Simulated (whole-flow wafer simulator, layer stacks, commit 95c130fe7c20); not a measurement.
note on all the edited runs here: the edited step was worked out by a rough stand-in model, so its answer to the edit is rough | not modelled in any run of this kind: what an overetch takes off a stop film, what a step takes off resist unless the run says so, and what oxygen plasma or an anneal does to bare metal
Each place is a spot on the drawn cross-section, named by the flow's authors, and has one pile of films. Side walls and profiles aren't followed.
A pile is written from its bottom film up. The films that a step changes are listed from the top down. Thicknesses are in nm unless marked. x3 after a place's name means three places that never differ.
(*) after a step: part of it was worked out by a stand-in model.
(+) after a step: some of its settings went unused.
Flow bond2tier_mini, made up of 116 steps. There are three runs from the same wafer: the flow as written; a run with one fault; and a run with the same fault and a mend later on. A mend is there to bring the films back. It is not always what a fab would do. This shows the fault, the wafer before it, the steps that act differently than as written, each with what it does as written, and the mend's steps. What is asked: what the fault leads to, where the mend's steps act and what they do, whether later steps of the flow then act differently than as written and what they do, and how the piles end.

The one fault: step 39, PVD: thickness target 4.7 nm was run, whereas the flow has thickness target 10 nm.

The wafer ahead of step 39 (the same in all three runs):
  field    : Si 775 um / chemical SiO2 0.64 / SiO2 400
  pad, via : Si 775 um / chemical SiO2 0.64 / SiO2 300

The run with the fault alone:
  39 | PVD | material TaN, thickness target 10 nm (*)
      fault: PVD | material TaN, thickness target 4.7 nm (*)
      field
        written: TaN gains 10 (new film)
        fault: TaN gains 4.7 (new film)
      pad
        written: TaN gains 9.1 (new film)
        fault: TaN gains 4.28 (new film)
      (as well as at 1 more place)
  Later steps of the flow acting differently than as written (1 other step is not shown; it differs only slightly, by no more than 2% or 0.5 nm, whichever is larger):
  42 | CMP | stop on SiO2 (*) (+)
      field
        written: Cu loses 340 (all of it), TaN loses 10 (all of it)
        fault: Cu loses 340 (all of it), TaN loses 4.7 (all of it)
  At pad, the piles at the end differ from the flow's by more than 2% or 0.5 nm, whichever is larger.
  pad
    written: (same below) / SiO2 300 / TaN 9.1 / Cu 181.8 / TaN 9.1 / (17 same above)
    fault: (same below) / SiO2 300 / TaN 4.28 / Cu 186.6 / TaN 9.1 / (17 same above)

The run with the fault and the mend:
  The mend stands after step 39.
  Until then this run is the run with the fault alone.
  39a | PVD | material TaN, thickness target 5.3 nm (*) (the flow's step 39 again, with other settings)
      field
        TaN gains 5.3
      pad
        TaN gains 4.82
      via
        TaN gains 5.29
  Every later step of the flow that is run acts as written at every place that is followed.
  The piles end the same as the flow's at every place that both follow.
